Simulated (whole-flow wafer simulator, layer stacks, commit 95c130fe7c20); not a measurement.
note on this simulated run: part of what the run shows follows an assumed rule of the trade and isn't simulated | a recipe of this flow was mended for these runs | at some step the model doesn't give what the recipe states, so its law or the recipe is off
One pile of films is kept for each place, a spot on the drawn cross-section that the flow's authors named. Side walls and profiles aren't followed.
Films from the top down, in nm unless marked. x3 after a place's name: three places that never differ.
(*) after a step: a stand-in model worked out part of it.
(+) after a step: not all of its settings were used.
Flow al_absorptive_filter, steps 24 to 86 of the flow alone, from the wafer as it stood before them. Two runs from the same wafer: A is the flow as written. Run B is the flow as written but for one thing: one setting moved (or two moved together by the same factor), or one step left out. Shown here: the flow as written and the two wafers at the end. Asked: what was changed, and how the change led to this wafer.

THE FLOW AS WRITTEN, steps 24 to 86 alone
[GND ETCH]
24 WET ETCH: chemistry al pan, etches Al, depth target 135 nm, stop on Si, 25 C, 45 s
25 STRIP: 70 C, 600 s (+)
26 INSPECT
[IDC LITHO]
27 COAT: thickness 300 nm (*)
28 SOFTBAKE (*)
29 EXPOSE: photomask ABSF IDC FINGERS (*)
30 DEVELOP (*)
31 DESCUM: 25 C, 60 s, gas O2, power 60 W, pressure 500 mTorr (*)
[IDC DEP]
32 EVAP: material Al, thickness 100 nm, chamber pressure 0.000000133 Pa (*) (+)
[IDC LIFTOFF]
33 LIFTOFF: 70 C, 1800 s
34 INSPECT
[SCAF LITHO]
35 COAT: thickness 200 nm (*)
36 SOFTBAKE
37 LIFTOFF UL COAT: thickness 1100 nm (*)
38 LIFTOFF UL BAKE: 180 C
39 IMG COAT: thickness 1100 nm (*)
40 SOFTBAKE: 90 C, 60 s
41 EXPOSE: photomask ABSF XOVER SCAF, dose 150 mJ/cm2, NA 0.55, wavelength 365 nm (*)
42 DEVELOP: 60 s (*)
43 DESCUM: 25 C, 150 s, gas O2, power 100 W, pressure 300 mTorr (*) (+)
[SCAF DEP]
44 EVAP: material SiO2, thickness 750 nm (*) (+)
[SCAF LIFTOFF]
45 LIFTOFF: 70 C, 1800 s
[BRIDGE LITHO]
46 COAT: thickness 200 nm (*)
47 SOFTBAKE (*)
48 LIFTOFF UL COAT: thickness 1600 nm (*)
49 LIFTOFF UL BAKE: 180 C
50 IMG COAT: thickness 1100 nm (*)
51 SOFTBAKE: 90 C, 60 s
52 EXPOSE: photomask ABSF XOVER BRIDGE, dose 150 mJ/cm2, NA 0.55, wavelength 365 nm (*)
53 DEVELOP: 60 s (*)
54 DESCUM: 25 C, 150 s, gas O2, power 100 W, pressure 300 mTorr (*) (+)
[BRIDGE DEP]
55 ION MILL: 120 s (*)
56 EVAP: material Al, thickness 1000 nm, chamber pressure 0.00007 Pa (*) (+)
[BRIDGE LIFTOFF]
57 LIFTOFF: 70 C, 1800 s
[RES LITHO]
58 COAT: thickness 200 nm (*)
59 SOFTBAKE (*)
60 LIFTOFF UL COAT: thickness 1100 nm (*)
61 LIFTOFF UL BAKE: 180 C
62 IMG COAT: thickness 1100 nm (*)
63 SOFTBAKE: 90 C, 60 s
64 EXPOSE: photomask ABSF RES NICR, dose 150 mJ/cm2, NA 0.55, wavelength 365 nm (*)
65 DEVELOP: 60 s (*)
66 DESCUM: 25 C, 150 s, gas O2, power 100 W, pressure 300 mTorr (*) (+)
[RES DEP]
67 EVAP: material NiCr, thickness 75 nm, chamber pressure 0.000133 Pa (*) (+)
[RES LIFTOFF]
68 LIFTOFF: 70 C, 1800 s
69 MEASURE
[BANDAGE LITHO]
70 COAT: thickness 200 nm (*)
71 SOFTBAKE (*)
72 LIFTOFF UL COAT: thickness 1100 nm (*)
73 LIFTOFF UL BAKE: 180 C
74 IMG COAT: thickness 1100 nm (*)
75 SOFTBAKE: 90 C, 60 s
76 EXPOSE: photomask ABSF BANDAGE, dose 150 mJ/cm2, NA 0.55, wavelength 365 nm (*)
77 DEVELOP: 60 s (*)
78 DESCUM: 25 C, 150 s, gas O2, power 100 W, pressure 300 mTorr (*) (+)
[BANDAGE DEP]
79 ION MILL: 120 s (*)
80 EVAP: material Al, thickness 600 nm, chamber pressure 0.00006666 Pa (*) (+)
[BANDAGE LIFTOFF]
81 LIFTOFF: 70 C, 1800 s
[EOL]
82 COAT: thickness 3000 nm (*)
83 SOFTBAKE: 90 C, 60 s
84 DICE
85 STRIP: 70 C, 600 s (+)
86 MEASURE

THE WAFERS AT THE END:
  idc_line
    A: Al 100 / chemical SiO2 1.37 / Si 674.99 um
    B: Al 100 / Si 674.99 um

The cause: step 25, STRIP: 70 C, 600 s (+), was left out.

How the change led to this, step by step:
  27 COAT: thickness 300 nm (*)
      pad_far: A e-beam-resist +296 (new film) | B e-beam-resist +288.3 (new film)
      pad_near: A e-beam-resist +288.3 (new film) | B e-beam-resist +253.8 (new film)
      (and at 4 more places)
  31 DESCUM: 25 C, 60 s, gas O2, power 60 W, pressure 500 mTorr (*)
      idc_line: A chemical SiO2 +1.37 (new film), Si -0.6 | B nothing
  33 LIFTOFF: 70 C, 1800 s
      xa_field, xa_margin, xa_strip, xl_land: A Al -100 (all of it), e-beam-resist -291 (all of it) | B Al -100 (all of it), e-beam-resist -291 (all of it), i-line-resist -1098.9 (all of it)
      gnd: A Al -100 (all of it), e-beam-resist -291 (all of it) | B Al -100 (all of it), e-beam-resist -291 (all of it), i-line-resist -1100.5 (all of it)
      (and at 6 more places)
